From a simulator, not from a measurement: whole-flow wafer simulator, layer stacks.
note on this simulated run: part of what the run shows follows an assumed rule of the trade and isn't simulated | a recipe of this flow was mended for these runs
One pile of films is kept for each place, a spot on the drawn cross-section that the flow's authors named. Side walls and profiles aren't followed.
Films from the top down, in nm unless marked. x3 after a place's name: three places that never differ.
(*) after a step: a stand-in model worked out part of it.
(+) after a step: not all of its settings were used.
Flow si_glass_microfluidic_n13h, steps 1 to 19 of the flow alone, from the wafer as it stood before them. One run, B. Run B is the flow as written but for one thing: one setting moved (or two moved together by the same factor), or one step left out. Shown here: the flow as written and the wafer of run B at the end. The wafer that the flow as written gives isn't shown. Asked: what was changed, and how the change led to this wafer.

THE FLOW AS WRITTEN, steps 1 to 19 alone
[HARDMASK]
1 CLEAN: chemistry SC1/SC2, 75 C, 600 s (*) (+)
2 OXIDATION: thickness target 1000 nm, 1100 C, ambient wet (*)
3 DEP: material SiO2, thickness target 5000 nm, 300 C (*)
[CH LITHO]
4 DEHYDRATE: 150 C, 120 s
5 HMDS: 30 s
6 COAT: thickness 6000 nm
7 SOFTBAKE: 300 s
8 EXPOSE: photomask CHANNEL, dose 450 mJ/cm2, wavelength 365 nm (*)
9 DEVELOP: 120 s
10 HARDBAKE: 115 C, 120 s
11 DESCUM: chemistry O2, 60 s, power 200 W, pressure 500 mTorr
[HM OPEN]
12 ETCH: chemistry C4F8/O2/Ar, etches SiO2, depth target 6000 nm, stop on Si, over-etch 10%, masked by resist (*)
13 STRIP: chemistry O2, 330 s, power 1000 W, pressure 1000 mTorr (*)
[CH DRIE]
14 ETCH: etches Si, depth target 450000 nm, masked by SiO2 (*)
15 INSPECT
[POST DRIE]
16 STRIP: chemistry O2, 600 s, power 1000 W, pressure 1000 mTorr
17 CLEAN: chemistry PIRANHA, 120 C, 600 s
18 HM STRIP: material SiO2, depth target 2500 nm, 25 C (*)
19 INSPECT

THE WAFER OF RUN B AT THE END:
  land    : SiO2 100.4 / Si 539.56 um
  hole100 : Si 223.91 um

The cause: step 3, DEP: thickness target 6500 nm was run, where the flow has thickness target 5000 nm.

How the change led to this, step by step:
  3 DEP: material SiO2, thickness target 5000 nm, 300 C (*)
      land, hole100: SiO2 +6500 (as written it would be: SiO2 +5000)
  12 ETCH: chemistry C4F8/O2/Ar, etches SiO2, depth target 6000 nm, stop on Si, over-etch 10%, masked by resist (*)
      hole100: SiO2 -6600 (as written it would be: SiO2 -6000 (all of it), Si -75)
  13 STRIP: chemistry O2, 330 s, power 1000 W, pressure 1000 mTorr (*)
      hole100: nothing (as written it would be: chemical SiO2 +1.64 (new film), Si -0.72)
  14 ETCH: etches Si, depth target 450000 nm, masked by SiO2 (*)
      hole100: SiO2 -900 (all of it), Si -315.64 um (as written it would be: chemical SiO2 -1.64 (all of it), Si -450.64 um)
  18 HM STRIP: material SiO2, depth target 2500 nm, 25 C (*)
      land: SiO2 -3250 (as written it would be: SiO2 -1854.4 (all of it))
